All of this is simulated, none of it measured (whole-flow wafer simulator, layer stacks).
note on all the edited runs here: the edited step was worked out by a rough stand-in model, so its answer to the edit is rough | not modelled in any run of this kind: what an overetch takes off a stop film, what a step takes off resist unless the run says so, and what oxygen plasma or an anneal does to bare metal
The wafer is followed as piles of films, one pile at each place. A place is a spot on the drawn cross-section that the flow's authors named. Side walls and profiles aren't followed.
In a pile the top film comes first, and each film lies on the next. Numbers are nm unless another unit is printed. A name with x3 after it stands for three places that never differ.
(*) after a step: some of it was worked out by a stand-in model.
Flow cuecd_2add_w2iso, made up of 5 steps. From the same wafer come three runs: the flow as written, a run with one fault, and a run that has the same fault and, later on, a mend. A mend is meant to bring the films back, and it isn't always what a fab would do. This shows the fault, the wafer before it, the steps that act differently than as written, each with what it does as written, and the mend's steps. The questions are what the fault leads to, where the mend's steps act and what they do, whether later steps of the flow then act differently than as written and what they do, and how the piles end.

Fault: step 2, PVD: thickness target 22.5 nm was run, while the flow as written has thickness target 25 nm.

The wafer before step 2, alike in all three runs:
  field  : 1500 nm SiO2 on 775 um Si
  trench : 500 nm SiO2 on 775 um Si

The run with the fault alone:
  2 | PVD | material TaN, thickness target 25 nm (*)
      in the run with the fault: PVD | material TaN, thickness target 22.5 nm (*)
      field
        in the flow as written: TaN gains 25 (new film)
        in the run with the fault: TaN gains 22.5 (new film)
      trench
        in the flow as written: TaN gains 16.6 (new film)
        in the run with the fault: TaN gains 14.9 (new film)
  Every later step of the flow that is run acts as written, at every place that is followed, to within 2% or 0.5 nm, whichever is larger.
  At field, trench, the piles at the end differ from the flow's by more than 2% or 0.5 nm, whichever is larger.
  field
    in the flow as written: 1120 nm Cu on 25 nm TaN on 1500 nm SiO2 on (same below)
    in the run with the fault: 1120 nm Cu on 22.5 nm TaN on 1500 nm SiO2 on (same below)
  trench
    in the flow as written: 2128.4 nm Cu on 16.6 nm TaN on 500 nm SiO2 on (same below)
    in the run with the fault: 2127.6 nm Cu on 14.9 nm TaN on 500 nm SiO2 on (same below)

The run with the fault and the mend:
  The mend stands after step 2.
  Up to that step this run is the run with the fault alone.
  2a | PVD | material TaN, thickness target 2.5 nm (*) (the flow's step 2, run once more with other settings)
      field
        TaN gains 2.5
      trench
        TaN gains 1.65
  Every later step of the flow that is run acts as written at every place that is followed.
  The piles end the same as the flow's at every place that both follow.
